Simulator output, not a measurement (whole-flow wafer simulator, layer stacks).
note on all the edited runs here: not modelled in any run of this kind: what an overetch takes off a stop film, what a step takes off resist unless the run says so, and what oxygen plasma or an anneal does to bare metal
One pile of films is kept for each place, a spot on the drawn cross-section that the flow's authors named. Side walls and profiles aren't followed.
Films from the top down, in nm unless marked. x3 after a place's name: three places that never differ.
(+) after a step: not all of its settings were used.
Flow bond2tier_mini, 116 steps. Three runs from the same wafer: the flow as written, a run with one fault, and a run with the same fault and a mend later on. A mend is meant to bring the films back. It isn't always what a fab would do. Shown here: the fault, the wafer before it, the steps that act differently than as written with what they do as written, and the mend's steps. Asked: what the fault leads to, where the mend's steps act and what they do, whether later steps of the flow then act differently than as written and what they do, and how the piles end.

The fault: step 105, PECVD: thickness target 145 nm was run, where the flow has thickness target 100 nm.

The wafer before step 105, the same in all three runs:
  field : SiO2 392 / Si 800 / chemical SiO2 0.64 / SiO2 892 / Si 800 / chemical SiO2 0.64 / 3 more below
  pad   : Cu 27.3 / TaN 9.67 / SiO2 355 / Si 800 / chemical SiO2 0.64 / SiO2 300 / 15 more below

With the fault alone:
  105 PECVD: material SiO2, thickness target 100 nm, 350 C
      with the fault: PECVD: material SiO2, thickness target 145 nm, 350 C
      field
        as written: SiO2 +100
        with the fault: SiO2 +145
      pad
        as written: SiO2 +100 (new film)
        with the fault: SiO2 +145 (new film)
  Later steps of the flow that act differently than as written:
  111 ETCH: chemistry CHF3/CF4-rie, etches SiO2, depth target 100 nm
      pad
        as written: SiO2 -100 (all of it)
        with the fault: SiO2 -100
  At the end the piles differ from the flow's by more than 2% or 0.5 nm, whichever is larger, at field, pad.
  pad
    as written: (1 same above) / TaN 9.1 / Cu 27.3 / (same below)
    with the fault: (1 same above) / TaN 9.1 / SiO2 45 / Cu 27.3 / (same below)
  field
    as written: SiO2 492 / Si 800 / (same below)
    with the fault: SiO2 537 / Si 800 / (same below)

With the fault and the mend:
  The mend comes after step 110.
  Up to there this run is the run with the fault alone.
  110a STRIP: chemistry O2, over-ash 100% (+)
      field
        KrF resist -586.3 (all of it)
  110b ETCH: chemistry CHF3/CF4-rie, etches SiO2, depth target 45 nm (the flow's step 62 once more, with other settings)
      field, pad
        SiO2 -45
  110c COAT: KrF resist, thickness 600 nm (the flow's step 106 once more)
      field, pad
        KrF resist +600 (new film)
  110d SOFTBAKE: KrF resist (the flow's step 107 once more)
      changes no film at any place that is followed
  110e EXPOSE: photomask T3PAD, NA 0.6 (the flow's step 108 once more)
      changes no film at any place that is followed
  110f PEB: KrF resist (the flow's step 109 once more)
      changes no film at any place that is followed
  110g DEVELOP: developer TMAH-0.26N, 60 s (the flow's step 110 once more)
      field
        KrF resist -13.7
      pad
        KrF resist -600 (all of it)
  No later step of the flow acts differently than as written at any place that is followed.
  At the end the piles are the same as the flow's at every place that both follow.
